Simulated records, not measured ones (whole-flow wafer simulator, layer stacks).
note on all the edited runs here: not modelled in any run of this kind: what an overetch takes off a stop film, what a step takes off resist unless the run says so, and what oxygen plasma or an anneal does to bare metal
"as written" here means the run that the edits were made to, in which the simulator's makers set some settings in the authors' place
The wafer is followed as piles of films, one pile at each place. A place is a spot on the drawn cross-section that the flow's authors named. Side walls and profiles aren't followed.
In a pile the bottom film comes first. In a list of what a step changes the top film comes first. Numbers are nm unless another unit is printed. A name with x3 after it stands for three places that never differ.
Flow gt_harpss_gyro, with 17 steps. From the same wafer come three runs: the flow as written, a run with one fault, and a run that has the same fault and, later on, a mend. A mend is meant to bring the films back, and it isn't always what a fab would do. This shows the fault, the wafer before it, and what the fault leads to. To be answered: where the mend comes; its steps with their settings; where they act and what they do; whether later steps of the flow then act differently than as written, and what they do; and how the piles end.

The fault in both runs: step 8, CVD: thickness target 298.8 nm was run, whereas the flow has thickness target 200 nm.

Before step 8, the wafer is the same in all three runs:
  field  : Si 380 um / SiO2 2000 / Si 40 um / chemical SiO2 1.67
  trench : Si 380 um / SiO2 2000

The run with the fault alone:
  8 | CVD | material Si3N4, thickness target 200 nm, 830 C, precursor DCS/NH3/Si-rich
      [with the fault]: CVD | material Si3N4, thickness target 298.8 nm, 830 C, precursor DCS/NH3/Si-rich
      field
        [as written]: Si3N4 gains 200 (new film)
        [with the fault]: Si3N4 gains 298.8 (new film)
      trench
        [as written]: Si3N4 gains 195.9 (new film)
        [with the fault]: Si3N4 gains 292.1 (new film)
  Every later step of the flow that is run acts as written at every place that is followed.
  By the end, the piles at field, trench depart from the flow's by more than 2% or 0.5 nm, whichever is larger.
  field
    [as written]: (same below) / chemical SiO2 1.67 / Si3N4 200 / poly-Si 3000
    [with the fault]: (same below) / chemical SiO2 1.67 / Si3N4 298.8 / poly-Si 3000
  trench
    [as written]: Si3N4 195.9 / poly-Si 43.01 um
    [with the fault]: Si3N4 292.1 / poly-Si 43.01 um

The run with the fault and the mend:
  The mend stands after step 8.
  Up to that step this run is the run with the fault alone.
  8a | ETCH | chemistry h3po4, depth target 343.3 nm
      field
        Si3N4 loses 298.8 (all of it)
      trench
        Si3N4 loses 292.1 (all of it)
  8b | CLEAN | chemistry SPM (the flow's step 1, run once more)
      does not change any film at any place that is followed
  8c | CVD | material Si3N4, thickness target 200 nm, 830 C, precursor DCS/NH3/Si-rich (the flow's step 8, run once more)
      field
        Si3N4 gains 200 (new film)
      trench
        Si3N4 gains 195.9 (new film)
  Every later step of the flow that is run acts as written at every place that is followed.
  At every place that both follow, the piles at the end match the flow's.
